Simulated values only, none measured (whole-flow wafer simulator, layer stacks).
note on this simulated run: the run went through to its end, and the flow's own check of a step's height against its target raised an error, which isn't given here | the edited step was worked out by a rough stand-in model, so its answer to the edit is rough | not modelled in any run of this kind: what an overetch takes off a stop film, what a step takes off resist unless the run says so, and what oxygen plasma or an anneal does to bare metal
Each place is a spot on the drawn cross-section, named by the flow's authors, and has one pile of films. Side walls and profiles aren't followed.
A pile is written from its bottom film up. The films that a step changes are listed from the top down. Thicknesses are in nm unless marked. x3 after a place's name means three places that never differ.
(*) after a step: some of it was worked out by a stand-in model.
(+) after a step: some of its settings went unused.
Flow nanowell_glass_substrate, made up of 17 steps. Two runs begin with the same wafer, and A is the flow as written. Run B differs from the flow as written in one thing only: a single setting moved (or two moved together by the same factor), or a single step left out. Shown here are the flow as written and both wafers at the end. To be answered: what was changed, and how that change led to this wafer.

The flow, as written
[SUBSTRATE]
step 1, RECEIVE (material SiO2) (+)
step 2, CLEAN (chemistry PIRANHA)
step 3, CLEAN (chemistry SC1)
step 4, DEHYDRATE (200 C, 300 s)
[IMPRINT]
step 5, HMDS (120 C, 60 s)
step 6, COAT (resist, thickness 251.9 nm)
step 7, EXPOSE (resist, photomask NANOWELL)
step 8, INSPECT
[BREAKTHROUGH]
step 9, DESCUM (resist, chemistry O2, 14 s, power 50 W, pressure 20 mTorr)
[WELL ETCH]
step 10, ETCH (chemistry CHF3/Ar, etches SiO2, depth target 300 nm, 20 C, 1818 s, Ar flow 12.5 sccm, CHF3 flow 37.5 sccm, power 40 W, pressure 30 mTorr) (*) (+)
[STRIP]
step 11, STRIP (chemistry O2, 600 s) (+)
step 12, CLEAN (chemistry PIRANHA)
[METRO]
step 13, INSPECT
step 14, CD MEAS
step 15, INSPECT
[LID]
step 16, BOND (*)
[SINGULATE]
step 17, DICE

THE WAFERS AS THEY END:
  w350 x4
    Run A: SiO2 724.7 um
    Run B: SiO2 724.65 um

Cause: step 10, ETCH: depth target 352 nm was run, whereas the flow has depth target 300 nm; step 10, ETCH: 2136 s was run, where the flow has 1818 s.

Step by step, how the change led to this:
  step 10, ETCH (chemistry CHF3/Ar, etches SiO2, depth target 300 nm, 20 C, 1818 s, Ar flow 12.5 sccm, CHF3 flow 37.5 sccm, power 40 W, pressure 30 mTorr) (*) (+)
      w350 x4: A SiO2 loses 300 | B SiO2 loses 352
      land: A resist loses 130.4 | B resist loses 153
  step 11, STRIP (chemistry O2, 600 s) (+)
      land: A resist loses 125.9 (all of it) | B resist loses 103.3 (all of it)
